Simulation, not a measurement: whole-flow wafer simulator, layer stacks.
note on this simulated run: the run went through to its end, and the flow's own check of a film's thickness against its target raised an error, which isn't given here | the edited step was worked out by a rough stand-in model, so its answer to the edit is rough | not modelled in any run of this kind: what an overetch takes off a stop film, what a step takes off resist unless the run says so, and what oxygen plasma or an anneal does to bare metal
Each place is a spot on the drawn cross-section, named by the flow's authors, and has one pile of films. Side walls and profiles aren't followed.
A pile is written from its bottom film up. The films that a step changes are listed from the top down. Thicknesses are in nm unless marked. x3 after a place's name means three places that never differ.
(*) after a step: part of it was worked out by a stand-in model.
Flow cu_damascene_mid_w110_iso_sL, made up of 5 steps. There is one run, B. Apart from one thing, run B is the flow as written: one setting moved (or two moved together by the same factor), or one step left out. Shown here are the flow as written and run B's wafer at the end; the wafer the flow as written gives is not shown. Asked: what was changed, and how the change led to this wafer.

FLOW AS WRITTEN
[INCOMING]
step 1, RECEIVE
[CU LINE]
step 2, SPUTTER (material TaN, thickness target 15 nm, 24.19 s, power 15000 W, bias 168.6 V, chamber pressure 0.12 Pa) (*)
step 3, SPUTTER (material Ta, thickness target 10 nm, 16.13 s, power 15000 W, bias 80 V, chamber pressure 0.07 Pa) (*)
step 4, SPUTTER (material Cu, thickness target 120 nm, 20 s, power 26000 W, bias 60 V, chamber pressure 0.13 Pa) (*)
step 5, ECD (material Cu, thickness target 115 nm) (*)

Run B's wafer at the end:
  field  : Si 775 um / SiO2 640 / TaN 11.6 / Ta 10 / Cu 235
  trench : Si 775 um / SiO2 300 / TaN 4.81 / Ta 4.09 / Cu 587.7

Cause: step 2, SPUTTER: power 11580 W was run, while the flow as written has power 15000 W.

The path from the change to this, step by step:
  step 2, SPUTTER (material TaN, thickness target 15 nm, 24.19 s, power 15000 W, bias 168.6 V, chamber pressure 0.12 Pa) (*)
      field: TaN gains 11.6 (new film) (as written it would have been: TaN gains 15 (new film))
      trench: TaN gains 4.81 (new film) (as written it would have been: TaN gains 6.23 (new film))
